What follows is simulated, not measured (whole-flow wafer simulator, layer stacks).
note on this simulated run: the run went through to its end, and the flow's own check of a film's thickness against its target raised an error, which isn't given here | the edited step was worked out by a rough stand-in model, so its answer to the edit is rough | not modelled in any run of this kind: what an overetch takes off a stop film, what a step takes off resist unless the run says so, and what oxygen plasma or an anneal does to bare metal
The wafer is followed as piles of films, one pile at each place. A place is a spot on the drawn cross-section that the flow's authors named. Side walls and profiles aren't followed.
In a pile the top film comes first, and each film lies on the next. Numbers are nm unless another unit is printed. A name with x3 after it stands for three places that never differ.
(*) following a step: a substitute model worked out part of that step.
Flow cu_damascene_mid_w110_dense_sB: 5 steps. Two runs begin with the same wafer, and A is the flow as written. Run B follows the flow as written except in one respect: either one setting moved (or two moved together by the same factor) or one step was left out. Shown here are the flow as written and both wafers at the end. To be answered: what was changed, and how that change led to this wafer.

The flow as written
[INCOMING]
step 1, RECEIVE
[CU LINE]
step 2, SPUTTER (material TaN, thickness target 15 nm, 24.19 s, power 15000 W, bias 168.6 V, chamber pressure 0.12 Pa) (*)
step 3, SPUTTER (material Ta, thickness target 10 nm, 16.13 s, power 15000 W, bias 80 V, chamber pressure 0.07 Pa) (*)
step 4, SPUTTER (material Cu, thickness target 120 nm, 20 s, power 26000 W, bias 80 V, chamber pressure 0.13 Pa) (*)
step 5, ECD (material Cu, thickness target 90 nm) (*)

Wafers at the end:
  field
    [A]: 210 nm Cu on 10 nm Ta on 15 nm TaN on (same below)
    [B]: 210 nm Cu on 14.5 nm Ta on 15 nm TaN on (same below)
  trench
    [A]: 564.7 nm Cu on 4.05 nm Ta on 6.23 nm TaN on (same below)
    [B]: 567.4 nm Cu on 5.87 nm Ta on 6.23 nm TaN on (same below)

What caused this: step 3, SPUTTER: thickness target 14.5 nm was run, while the flow as written has thickness target 10 nm; step 3, SPUTTER: 23.39 s was run, where the flow has 16.13 s.
One can read it off the wafer: field has Ta 14.5, and step 3 as written asks for 10 nm.

Step by step, how the change led to this:
  step 3, SPUTTER (material Ta, thickness target 10 nm, 16.13 s, power 15000 W, bias 80 V, chamber pressure 0.07 Pa) (*)
      field: A Ta gains 10 (new film) | B Ta gains 14.5 (new film)
      trench: A Ta gains 4.05 (new film) | B Ta gains 5.87 (new film)
